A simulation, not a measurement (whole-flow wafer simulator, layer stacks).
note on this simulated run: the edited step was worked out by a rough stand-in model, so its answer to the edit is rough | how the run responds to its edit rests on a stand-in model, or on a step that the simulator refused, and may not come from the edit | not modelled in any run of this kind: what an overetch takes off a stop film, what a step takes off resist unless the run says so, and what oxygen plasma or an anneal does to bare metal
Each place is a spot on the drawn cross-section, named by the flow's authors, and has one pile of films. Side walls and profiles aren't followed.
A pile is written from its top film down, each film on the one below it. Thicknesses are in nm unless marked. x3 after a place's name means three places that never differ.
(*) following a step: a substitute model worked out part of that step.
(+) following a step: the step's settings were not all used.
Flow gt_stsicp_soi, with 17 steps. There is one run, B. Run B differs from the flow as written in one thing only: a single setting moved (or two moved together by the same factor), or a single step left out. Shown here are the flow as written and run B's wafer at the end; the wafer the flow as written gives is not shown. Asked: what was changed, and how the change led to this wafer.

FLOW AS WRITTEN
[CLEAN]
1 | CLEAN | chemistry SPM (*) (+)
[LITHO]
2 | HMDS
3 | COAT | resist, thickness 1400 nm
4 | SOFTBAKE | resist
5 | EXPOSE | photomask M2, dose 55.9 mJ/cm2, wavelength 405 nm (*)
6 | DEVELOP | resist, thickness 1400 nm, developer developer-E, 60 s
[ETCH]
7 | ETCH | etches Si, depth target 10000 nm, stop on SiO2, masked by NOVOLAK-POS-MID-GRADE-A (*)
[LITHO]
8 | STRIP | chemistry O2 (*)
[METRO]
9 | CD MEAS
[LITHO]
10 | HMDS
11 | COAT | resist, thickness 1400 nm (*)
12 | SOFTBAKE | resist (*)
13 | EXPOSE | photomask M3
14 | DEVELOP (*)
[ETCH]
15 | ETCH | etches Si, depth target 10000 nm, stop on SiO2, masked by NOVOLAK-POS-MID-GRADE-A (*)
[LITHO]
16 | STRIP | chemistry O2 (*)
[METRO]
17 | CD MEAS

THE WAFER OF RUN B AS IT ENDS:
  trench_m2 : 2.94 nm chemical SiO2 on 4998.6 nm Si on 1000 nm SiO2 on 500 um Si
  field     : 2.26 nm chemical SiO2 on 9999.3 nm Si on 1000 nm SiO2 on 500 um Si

What caused this: step 7, ETCH: depth target 5000 nm was run, whereas the flow has depth target 10000 nm.

Step by step, how the change led to this:
  7 | ETCH | etches Si, depth target 10000 nm, stop on SiO2, masked by NOVOLAK-POS-MID-GRADE-A (*)
      trench_m2: -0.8 chemical SiO2 (all of it), -5000 Si (as written it would have been: -0.8 chemical SiO2 (all of it), -9999.9 Si (all of it))
      field, trench_m3: -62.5 resist (as written it would have been: -125 resist)
  8 | STRIP | chemistry O2 (*)
      trench_m2: +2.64 chemical SiO2 (new film), -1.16 Si (as written it would have been: nothing)
      field, trench_m3: -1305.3 resist (all of it), +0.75 chemical SiO2, -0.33 Si (as written it would have been: -1242.8 resist (all of it), +0.74 chemical SiO2, -0.33 Si)
  11 | COAT | resist, thickness 1400 nm (*)
      field: +1366.1 resist (new film) (as written it would have been: +1332.8 resist (new film))
      trench_m2: +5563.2 resist (new film) (as written it would have been: +9583.4 resist (new film))
      (also at 1 further place)
  12 | SOFTBAKE | resist (*)
      trench_m2: +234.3 resist (as written it would have been: nothing)
      trench_m3: +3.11 resist (as written it would have been: nothing)
  14 | DEVELOP (*)
      trench_m3: -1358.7 resist (all of it) (as written it would have been: -1311.7 resist (all of it))
  16 | STRIP | chemistry O2 (*)
      trench_m2: -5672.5 resist (all of it), +0.3 chemical SiO2, -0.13 Si (as written it would have been: -9458.4 resist (all of it))
      field: -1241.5 resist (all of it), +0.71 chemical SiO2, -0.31 Si (as written it would have been: -1207.8 resist (all of it), +0.94 chemical SiO2, -0.41 Si)
